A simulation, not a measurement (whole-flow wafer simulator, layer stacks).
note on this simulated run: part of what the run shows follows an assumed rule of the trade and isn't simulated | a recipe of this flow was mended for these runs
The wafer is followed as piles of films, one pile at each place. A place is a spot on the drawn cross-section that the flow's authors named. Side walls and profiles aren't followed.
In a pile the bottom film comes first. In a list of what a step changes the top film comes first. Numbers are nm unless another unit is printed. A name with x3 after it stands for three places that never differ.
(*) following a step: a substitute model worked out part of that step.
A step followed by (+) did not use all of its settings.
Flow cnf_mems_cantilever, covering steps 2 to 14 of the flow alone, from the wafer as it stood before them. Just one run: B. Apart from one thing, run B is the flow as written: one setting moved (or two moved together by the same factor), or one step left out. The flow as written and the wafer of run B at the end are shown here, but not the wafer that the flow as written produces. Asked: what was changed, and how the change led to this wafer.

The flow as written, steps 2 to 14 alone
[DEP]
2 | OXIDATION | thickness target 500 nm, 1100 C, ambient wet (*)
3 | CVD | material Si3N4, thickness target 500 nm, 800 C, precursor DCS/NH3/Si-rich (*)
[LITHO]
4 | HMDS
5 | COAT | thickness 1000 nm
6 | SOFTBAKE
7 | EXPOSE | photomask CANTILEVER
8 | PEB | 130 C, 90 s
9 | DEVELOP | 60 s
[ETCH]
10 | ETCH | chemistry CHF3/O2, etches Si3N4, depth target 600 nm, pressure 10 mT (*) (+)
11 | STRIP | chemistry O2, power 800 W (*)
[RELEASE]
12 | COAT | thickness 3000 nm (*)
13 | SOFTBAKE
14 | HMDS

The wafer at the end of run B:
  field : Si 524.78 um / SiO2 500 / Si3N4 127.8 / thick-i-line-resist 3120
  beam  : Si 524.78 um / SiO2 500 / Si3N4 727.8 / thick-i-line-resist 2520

Cause: step 3, CVD: 835 C was run, while the flow as written has 800 C.

The path from the change to this, step by step:
  3 | CVD | material Si3N4, thickness target 500 nm, 800 C, precursor DCS/NH3/Si-rich (*)
      field, beam: Si3N4 gains 727.8 (new film) (as written it would have been: Si3N4 gains 500 (new film))
  10 | ETCH | chemistry CHF3/O2, etches Si3N4, depth target 600 nm, pressure 10 mT (*) (+)
      field: Si3N4 loses 600 (as written it would have been: Si3N4 loses 500 (all of it), SiO2 loses 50)
  13 | SOFTBAKE
      field: thick-i-line-resist gains 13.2 (as written it would have been: thick-i-line-resist gains 11.9)
      beam: thick-i-line-resist loses 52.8 (as written it would have been: thick-i-line-resist loses 47.6)
